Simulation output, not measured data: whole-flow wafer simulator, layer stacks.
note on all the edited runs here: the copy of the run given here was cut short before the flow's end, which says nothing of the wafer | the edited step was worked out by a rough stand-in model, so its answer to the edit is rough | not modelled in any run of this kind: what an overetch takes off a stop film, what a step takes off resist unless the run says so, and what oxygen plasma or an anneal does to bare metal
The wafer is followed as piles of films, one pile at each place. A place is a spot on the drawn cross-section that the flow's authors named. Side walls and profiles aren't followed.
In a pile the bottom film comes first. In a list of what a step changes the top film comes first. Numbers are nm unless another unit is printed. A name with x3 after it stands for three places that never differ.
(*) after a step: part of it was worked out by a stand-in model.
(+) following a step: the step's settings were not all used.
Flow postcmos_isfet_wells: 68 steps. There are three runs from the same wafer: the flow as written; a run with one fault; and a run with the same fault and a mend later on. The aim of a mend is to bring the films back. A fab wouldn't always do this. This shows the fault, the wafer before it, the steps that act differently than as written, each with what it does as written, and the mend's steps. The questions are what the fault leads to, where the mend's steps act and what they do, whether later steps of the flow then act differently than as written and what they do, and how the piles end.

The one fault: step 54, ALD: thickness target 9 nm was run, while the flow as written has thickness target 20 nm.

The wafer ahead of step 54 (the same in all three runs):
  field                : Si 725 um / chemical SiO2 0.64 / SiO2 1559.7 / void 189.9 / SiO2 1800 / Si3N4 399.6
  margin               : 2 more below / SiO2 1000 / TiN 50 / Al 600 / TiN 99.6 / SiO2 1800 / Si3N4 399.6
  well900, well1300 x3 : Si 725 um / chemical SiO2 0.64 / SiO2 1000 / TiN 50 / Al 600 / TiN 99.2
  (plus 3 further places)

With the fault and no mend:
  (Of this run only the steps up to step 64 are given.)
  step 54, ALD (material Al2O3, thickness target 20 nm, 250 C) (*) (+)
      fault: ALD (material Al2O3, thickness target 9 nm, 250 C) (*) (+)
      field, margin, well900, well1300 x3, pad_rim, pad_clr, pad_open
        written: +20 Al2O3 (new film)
        fault: +9 Al2O3 (new film)
  None of the later steps of the flow up to step 64 differs from how it acts as written, at any place that is followed, by more than 2% or 0.5 nm, whichever is larger.
  Once step 64 is done, the piles at field, margin, pad_rim, pad_clr, pad_open depart from the flow's by more than 2% or 0.5 nm, whichever is larger.
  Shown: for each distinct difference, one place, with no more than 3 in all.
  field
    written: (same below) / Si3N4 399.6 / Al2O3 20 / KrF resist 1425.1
    fault: (same below) / Si3N4 399.6 / Al2O3 9 / KrF resist 1397.7
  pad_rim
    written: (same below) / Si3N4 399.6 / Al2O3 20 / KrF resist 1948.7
    fault: (same below) / Si3N4 399.6 / Al2O3 9 / KrF resist 1947.5
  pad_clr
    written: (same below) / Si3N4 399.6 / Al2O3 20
    fault: (same below) / Si3N4 399.6 / Al2O3 9

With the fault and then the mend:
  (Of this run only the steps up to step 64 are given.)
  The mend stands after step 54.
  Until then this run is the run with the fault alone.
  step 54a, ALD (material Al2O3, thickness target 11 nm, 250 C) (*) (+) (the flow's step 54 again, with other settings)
      field, margin, well900, well1300 x3, pad_rim, pad_clr, pad_open
        +11 Al2O3
  None of the later steps of the flow up to step 64 acts differently than as written at any place that is followed.
  Once step 64 is done, the piles equal the flow's at every place that both follow.
